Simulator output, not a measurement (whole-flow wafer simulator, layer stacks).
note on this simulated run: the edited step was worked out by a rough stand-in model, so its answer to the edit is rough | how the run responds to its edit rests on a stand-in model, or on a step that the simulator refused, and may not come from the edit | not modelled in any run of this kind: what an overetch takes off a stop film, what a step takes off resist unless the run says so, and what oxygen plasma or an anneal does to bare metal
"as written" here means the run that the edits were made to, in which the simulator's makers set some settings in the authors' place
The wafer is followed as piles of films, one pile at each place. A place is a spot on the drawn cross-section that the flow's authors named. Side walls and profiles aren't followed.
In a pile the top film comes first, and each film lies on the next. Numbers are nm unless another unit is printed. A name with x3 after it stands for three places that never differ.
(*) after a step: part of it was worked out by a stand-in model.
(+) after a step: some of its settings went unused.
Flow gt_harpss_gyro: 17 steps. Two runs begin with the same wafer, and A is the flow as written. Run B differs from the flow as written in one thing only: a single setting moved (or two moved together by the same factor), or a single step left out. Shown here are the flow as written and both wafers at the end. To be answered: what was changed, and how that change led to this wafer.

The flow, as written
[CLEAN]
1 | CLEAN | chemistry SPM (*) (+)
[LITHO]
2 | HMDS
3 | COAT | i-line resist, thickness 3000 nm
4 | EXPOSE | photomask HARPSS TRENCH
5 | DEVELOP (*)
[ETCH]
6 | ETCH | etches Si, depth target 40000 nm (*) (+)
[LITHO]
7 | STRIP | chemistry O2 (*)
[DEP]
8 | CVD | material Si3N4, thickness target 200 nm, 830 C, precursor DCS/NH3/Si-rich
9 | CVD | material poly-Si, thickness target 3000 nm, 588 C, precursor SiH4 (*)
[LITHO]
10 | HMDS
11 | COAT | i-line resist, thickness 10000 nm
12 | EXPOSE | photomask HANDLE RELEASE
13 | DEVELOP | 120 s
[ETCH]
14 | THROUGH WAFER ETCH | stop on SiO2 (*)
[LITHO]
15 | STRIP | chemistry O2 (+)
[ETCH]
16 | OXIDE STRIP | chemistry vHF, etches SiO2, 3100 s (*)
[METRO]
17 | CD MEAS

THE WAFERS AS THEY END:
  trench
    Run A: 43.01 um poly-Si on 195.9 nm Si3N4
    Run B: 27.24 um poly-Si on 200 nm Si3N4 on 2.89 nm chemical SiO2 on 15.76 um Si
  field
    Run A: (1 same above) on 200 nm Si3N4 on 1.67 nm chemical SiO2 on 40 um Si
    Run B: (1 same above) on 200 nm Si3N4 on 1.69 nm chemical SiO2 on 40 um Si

What caused this: step 6, ETCH: depth target 24240 nm was run, while the flow as written has depth target 40000 nm.

How this came from the change, step by step:
  6 | ETCH | etches Si, depth target 40000 nm (*) (+)
      trench: A chemical SiO2 loses 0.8 (all of it), Si loses 40 um (all of it) | B chemical SiO2 loses 0.8 (all of it), Si loses 24.24 um
      field: A i-line resist loses 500 | B i-line resist loses 303
  7 | STRIP | chemistry O2 (*)
      trench: A nothing | B chemical SiO2 gains 2.89 (new film), Si loses 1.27
      field: A i-line resist loses 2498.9 (all of it), chemical SiO2 gains 0.87, Si loses 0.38 | B i-line resist loses 2695.9 (all of it), chemical SiO2 gains 0.89, Si loses 0.39
  8 | CVD | material Si3N4, thickness target 200 nm, 830 C, precursor DCS/NH3/Si-rich
      trench: A Si3N4 gains 195.9 (new film) | B Si3N4 gains 200 (new film)
  9 | CVD | material poly-Si, thickness target 3000 nm, 588 C, precursor SiH4 (*)
      trench: A poly-Si gains 43.01 um (new film) | B poly-Si gains 27.24 um (new film)
